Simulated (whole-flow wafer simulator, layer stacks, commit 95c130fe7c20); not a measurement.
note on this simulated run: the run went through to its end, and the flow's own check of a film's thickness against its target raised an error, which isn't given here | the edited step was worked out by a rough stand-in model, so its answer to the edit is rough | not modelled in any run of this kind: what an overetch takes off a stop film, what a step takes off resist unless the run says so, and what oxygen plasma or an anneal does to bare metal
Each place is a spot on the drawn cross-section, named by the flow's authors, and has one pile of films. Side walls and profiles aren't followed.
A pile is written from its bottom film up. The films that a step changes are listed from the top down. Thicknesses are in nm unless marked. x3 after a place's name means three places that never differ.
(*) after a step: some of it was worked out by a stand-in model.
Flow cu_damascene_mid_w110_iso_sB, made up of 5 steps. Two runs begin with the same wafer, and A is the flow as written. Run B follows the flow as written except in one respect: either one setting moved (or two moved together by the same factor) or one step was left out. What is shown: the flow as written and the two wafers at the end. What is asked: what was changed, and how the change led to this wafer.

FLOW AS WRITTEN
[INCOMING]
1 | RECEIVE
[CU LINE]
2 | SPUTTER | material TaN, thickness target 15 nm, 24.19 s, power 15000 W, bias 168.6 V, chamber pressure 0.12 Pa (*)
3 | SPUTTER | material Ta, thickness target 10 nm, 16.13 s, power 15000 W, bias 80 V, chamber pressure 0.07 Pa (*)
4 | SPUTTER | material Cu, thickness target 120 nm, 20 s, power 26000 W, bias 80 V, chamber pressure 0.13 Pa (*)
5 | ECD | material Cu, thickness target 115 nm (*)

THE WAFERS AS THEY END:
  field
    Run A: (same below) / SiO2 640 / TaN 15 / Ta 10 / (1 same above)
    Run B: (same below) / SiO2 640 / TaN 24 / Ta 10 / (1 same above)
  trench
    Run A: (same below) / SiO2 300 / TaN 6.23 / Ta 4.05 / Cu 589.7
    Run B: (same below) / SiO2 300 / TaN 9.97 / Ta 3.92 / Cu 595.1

What caused this: step 2, SPUTTER: 38.7 s was run, while the flow as written has 24.19 s.

Step by step, how the change led to this:
  2 | SPUTTER | material TaN, thickness target 15 nm, 24.19 s, power 15000 W, bias 168.6 V, chamber pressure 0.12 Pa (*)
      field: A +15 TaN (new film) | B +24 TaN (new film)
      trench: A +6.23 TaN (new film) | B +9.97 TaN (new film)
  4 | SPUTTER | material Cu, thickness target 120 nm, 20 s, power 26000 W, bias 80 V, chamber pressure 0.13 Pa (*)
      trench: A +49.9 Cu (new film) | B +48.7 Cu (new film)
